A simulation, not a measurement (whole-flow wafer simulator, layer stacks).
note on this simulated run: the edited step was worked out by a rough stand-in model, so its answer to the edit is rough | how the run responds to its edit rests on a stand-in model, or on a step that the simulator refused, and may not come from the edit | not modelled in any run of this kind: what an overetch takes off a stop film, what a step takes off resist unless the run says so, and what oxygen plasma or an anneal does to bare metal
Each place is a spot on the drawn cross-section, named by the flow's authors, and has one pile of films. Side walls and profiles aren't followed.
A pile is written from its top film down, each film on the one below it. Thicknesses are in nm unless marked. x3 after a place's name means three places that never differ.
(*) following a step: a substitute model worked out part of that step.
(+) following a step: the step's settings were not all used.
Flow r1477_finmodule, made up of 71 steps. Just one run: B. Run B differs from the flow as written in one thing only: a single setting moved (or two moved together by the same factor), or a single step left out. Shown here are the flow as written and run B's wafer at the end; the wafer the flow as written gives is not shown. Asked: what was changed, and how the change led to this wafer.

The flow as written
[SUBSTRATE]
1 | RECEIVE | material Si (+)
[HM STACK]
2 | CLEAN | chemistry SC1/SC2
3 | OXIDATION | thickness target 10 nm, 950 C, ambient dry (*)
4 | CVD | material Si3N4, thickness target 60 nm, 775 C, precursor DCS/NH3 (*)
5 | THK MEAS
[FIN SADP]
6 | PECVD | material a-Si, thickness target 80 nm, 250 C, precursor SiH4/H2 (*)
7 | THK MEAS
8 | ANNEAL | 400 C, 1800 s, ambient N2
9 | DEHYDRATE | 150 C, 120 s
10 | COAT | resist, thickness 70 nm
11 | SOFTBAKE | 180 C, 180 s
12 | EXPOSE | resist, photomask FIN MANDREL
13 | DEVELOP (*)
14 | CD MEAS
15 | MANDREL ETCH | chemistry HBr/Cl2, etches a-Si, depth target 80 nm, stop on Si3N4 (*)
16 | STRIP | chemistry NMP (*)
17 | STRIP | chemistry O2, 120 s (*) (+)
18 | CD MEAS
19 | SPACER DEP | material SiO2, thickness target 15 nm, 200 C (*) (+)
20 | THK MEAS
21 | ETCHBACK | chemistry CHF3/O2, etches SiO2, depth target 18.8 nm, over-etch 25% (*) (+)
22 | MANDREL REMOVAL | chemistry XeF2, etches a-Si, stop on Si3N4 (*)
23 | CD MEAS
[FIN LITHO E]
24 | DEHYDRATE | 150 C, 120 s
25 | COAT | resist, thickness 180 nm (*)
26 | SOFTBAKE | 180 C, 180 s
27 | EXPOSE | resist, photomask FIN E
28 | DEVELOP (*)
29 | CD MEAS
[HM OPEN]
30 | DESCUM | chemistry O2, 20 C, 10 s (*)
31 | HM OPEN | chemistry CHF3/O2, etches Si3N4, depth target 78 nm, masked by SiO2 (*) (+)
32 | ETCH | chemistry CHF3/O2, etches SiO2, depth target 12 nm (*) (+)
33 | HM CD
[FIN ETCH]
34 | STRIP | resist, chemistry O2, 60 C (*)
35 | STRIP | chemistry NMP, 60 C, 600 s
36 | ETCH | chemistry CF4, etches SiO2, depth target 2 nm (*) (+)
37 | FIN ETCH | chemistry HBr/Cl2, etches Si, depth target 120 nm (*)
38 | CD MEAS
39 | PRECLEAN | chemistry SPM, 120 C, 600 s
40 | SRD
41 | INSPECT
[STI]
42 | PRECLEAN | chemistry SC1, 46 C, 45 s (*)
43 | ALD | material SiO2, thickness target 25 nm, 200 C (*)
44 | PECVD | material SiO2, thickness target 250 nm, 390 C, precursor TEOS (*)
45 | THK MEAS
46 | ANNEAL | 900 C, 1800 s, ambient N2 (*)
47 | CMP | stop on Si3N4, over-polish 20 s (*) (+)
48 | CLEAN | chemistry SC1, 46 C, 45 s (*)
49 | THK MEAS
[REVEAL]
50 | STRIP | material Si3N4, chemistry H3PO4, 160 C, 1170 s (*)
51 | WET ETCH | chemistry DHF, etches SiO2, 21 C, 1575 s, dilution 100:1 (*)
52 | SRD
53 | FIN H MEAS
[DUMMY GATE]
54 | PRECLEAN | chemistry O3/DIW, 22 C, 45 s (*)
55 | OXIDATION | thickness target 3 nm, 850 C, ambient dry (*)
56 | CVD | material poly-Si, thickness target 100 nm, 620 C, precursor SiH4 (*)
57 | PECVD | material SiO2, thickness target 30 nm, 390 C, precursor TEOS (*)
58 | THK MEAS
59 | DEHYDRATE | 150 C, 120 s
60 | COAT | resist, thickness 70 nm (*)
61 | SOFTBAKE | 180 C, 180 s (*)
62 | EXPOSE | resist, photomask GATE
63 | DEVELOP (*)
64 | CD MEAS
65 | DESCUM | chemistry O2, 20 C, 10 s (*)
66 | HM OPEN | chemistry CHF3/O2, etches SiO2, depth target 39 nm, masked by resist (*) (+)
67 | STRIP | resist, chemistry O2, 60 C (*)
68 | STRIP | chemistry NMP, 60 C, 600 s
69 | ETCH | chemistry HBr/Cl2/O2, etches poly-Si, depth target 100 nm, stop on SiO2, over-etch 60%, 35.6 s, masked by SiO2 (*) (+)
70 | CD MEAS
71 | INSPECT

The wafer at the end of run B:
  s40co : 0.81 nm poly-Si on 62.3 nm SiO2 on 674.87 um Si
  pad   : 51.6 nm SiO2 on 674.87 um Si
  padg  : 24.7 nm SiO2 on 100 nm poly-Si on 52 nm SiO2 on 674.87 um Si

What caused this: step 51, WET ETCH: 2520 s was run, though the flow has 1575 s.

Step by step, how the change led to this:
  51 | WET ETCH | chemistry DHF, etches SiO2, 21 C, 1575 s, dilution 100:1 (*)
      pad, padg, e40sg and 12 more: -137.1 SiO2 (in the flow as written it would be: -85.7 SiO2)
      elg, e40lg, e100lg, e200lg, elo, e40lo, e100lo, e200lo: -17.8 SiO2 (all of it), -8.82 Si3N4 (in the flow as written it would be: -17.8 SiO2 (all of it), -4.97 Si3N4)
      (also at 7 further places)
  56 | CVD | material poly-Si, thickness target 100 nm, 620 C, precursor SiH4 (*)
      s40cg, s40co: +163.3 poly-Si (new film) (in the flow as written it would be: +113.9 poly-Si (new film))
      s45cg, s45co: +163.3 poly-Si (new film) (in the flow as written it would be: +113.4 poly-Si (new film))
      (also at 3 further places)
  60 | COAT | resist, thickness 70 nm (*)
      e40lg, e100lg, e200lg, elo, e40lo, e100lo, e200lo: +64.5 resist (new film) (in the flow as written it would be: +66.9 resist (new film))
      e40sg, eso, e40so: +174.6 resist (new film) (in the flow as written it would be: +129.5 resist (new film))
      (also at 18 further places)
  63 | DEVELOP (*)
      elo, e40lo, e100lo, e200lo: -64.5 resist (all of it) (in the flow as written it would be: -66.9 resist (all of it))
      eso, e40so: -174.6 resist (all of it) (in the flow as written it would be: -129.5 resist (all of it))
      (also at 9 further places)
  67 | STRIP | resist, chemistry O2, 60 C (*)
      e40lg, e100lg, e200lg: -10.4 resist (all of it) (in the flow as written it would be: -12.8 resist (all of it))
      e40sg: -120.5 resist (all of it) (in the flow as written it would be: -75.4 resist (all of it))
      (also at 11 further places)
  69 | ETCH | chemistry HBr/Cl2/O2, etches poly-Si, depth target 100 nm, stop on SiO2, over-etch 60%, 35.6 s, masked by SiO2 (*) (+)
      s40co: -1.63 chemical SiO2 (all of it), -160 poly-Si (in the flow as written it would be: -1.46 chemical SiO2 (all of it), -111.5 poly-Si (all of it), -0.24 SiO2)
      s45co: -1.63 chemical SiO2 (all of it), -160 poly-Si (in the flow as written it would be: -1.46 chemical SiO2 (all of it), -110.9 poly-Si (all of it), -0.25 SiO2)
      (also at 1 further place)
